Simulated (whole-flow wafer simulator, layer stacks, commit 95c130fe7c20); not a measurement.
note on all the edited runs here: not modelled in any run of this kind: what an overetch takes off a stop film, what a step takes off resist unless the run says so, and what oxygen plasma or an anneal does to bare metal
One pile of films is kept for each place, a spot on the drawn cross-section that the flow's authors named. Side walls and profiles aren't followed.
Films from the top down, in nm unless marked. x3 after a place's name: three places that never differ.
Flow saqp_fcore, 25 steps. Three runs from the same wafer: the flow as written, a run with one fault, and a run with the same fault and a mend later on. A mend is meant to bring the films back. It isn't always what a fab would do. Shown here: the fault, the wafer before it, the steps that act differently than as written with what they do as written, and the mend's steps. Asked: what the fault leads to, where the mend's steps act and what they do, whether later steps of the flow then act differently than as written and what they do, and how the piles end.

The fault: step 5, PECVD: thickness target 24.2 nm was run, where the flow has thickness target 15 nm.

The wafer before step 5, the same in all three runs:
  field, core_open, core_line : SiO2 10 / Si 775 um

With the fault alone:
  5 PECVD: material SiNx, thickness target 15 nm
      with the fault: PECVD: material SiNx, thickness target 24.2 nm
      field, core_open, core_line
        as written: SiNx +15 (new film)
        with the fault: SiNx +24.2 (new film)
  No later step of the flow acts differently than as written at any place that is followed.
  At the end the piles differ from the flow's by more than 2% or 0.5 nm, whichever is larger, at field, core_open, core_line.
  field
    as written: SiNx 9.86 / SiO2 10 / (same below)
    with the fault: SiNx 19.1 / SiO2 10 / (same below)
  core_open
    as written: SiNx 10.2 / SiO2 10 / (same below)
    with the fault: SiNx 19.4 / SiO2 10 / (same below)
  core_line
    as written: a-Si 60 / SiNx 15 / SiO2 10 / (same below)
    with the fault: a-Si 60 / SiNx 24.2 / SiO2 10 / (same below)

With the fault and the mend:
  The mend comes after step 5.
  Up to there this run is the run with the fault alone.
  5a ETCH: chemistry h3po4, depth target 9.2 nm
      field, core_open, core_line
        SiNx -9.2
  No later step of the flow acts differently than as written at any place that is followed.
  At the end the piles are the same as the flow's at every place that both follow.
